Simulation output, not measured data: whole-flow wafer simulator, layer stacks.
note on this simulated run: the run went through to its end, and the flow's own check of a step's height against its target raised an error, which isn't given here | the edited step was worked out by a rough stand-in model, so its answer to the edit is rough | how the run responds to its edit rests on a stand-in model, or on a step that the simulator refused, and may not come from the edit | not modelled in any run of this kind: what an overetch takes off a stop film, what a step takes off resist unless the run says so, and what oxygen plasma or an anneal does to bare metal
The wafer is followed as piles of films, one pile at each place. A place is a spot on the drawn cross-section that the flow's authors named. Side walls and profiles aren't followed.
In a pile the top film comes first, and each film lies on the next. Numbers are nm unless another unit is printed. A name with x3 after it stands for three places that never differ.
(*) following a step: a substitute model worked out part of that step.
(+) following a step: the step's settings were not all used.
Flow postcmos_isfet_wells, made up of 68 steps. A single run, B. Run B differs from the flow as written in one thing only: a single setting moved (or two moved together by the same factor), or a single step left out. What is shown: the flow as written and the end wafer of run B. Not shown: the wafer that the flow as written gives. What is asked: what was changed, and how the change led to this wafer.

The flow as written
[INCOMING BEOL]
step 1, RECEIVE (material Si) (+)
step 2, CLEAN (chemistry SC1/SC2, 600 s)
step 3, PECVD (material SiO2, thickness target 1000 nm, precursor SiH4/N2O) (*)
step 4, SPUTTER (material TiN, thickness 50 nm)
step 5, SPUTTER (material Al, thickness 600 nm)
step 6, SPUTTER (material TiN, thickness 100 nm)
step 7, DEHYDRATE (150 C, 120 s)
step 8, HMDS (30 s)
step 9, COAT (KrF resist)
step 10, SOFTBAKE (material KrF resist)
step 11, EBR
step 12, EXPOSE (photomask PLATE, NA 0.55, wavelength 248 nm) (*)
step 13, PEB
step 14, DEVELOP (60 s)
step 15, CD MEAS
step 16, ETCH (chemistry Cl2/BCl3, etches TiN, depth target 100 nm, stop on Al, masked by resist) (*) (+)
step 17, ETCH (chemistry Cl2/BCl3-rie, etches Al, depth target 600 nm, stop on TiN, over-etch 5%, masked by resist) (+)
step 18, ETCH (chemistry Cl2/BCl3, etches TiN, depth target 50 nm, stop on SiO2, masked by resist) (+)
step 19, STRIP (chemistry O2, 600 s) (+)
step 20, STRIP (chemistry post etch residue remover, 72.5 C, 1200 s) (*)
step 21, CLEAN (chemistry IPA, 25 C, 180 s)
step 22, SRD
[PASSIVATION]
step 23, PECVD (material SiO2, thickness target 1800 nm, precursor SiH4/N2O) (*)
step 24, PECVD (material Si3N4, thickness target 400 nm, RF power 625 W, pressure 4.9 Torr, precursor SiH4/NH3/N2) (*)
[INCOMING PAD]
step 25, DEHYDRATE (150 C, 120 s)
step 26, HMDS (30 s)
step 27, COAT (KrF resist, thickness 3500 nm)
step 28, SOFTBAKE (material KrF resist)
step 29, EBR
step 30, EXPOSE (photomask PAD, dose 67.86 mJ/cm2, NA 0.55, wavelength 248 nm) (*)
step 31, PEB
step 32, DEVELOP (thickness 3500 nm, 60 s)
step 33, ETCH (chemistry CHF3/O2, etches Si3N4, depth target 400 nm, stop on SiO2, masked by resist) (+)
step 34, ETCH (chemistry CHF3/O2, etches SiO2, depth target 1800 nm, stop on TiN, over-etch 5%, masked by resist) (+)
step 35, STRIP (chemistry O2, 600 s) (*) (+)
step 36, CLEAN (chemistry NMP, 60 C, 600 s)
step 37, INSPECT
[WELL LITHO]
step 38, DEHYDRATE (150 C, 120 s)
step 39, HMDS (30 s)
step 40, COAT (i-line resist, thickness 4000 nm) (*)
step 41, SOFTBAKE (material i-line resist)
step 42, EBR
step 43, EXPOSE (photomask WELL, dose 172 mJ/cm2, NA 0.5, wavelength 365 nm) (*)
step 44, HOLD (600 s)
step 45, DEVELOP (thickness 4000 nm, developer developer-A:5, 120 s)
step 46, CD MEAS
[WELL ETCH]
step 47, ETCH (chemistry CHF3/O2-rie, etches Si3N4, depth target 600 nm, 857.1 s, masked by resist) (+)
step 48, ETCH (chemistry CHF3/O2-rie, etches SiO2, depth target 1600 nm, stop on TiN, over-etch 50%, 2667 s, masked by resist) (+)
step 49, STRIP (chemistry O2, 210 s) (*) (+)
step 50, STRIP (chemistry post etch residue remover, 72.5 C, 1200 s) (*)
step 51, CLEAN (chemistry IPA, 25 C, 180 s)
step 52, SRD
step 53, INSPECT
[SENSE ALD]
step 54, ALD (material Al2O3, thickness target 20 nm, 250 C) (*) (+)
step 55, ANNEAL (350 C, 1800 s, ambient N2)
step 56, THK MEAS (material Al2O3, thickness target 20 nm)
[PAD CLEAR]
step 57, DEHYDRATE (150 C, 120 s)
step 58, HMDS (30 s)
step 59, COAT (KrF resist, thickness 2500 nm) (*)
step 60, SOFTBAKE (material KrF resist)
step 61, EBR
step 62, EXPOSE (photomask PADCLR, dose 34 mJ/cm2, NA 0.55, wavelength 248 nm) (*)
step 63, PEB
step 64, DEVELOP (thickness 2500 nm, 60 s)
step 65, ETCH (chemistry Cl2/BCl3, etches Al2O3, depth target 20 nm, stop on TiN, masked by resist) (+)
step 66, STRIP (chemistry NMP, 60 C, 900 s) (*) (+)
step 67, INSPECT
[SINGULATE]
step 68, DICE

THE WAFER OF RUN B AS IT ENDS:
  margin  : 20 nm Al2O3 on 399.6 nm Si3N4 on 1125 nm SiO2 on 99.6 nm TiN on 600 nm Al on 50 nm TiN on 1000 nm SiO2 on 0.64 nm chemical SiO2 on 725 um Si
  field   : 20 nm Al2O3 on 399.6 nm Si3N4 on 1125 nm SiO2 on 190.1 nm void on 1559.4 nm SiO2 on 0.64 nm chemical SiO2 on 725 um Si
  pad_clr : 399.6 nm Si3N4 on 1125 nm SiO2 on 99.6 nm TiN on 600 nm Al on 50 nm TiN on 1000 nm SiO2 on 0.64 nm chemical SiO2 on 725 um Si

The reason: step 23, PECVD: thickness target 1125 nm was run, whereas the flow has thickness target 1800 nm.
The wafer lets one read it off: margin has SiO2 1125, and step 23 as written asks for 1800 nm.

Step by step, how the change led to this:
  step 23, PECVD (material SiO2, thickness target 1800 nm, precursor SiH4/N2O) (*)
      margin, well900, well1300 x3, pad_rim, pad_clr, pad_open: +1125 SiO2 (new film) (in the flow as written it would be: +1800 SiO2 (new film))
      field: +1125 SiO2 (new film), +190.1 void (new film), +559.4 SiO2 (in the flow as written it would be: +1800 SiO2 (new film), +189.9 void (new film), +559.7 SiO2)
  step 34, ETCH (chemistry CHF3/O2, etches SiO2, depth target 1800 nm, stop on TiN, over-etch 5%, masked by resist) (+)
      field, margin, well900, well1300 x3, pad_rim, pad_clr: -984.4 KrF resist (in the flow as written it would be: -1500 KrF resist)
      pad_open: -1125 SiO2 (all of it) (in the flow as written it would be: -1800 SiO2 (all of it))
  step 35, STRIP (chemistry O2, 600 s) (*) (+)
      field, margin, well900, well1300 x3, pad_rim, pad_clr: -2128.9 KrF resist (all of it) (in the flow as written it would be: -1613.3 KrF resist (all of it))
  step 40, COAT (i-line resist, thickness 4000 nm) (*)
      pad_clr: +3471.6 i-line resist (new film) (in the flow as written it would be: +3256.8 i-line resist (new film))
      pad_open: +4561.3 i-line resist (new film) (in the flow as written it would be: +4804.7 i-line resist (new film))
  step 41, SOFTBAKE (material i-line resist)
      pad_clr: -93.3 i-line resist (in the flow as written it would be: -156.7 i-line resist)
      pad_open: +83.6 i-line resist (in the flow as written it would be: +115.3 i-line resist)
  step 48, ETCH (chemistry CHF3/O2-rie, etches SiO2, depth target 1600 nm, stop on TiN, over-etch 50%, 2667 s, masked by resist) (+)
      well900, well1300 x3: -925 SiO2 (all of it) (in the flow as written it would be: -1600 SiO2 (all of it))
  step 49, STRIP (chemistry O2, 210 s) (*) (+)
      pad_clr: -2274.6 i-line resist (all of it) (in the flow as written it would be: -1996.5 i-line resist (all of it))
      pad_open: -3541.2 i-line resist (all of it) (in the flow as written it would be: -3816.3 i-line resist (all of it))
  step 59, COAT (KrF resist, thickness 2500 nm) (*)
      field: +1771.5 KrF resist (new film) (in the flow as written it would be: +1449 KrF resist (new film))
      margin: +1771.4 KrF resist (new film) (in the flow as written it would be: +1448.9 KrF resist (new film))
      (and at 3 other places as well)
  step 60, SOFTBAKE (material KrF resist)
      pad_clr: -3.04 KrF resist (in the flow as written it would be: -3.77 KrF resist)
  step 63, PEB
      field, margin: -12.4 KrF resist (in the flow as written it would be: -10.1 KrF resist)
      pad_rim: -15 KrF resist (in the flow as written it would be: -13.9 KrF resist)
      (and at 2 other places as well)
  step 64, DEVELOP (thickness 2500 nm, 60 s)
      pad_clr: -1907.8 KrF resist (all of it) (in the flow as written it would be: -1676 KrF resist (all of it))
      pad_open: -2873.1 KrF resist (all of it) (in the flow as written it would be: -3045.1 KrF resist (all of it))
  step 66, STRIP (chemistry NMP, 60 C, 900 s) (*) (+)
      field: -1720.3 KrF resist (all of it) (in the flow as written it would be: -1400.1 KrF resist (all of it))
      margin: -1720.2 KrF resist (all of it) (in the flow as written it would be: -1400.1 KrF resist (all of it))
      (and at 1 other place as well)
